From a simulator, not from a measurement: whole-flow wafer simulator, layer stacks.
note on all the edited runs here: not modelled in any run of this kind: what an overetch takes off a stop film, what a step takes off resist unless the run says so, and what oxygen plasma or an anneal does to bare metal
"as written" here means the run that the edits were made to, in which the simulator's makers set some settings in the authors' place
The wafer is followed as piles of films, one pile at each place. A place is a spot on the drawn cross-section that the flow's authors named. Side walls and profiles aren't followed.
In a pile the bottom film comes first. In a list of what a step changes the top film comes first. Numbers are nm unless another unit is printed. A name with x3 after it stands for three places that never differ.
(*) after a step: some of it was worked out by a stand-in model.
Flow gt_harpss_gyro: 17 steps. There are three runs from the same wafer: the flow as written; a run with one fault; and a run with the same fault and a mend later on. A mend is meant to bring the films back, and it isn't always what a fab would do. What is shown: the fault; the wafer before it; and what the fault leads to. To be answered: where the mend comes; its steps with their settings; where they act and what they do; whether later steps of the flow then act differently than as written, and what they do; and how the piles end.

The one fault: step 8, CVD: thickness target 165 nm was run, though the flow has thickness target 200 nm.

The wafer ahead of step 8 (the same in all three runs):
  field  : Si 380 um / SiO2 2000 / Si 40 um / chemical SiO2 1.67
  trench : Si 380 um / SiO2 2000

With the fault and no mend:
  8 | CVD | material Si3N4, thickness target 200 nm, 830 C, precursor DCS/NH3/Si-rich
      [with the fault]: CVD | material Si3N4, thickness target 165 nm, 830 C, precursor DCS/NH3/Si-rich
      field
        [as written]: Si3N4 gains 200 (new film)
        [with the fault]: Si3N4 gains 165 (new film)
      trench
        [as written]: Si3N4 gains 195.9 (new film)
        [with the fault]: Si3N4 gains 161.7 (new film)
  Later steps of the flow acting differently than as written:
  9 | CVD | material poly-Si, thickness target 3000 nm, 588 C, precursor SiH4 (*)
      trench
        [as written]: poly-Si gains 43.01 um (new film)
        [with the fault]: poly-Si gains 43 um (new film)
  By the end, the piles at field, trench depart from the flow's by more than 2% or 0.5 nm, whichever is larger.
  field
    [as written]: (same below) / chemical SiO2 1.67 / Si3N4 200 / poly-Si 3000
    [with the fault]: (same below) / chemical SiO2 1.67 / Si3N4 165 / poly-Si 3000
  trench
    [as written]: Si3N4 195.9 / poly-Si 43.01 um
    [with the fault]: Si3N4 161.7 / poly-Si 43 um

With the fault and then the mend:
  After step 8 comes the mend.
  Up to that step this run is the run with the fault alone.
  8a | CVD | material Si3N4, thickness target 35 nm, 830 C, precursor DCS/NH3/Si-rich (the flow's step 8 again, with other settings)
      field
        Si3N4 gains 35
      trench
        Si3N4 gains 34.1
  Later steps of the flow that are run all act as written at every place that is followed.
  At the end the piles are close to the flow's at the places that both follow, differing by at most 2% or 0.5 nm, whichever is larger.
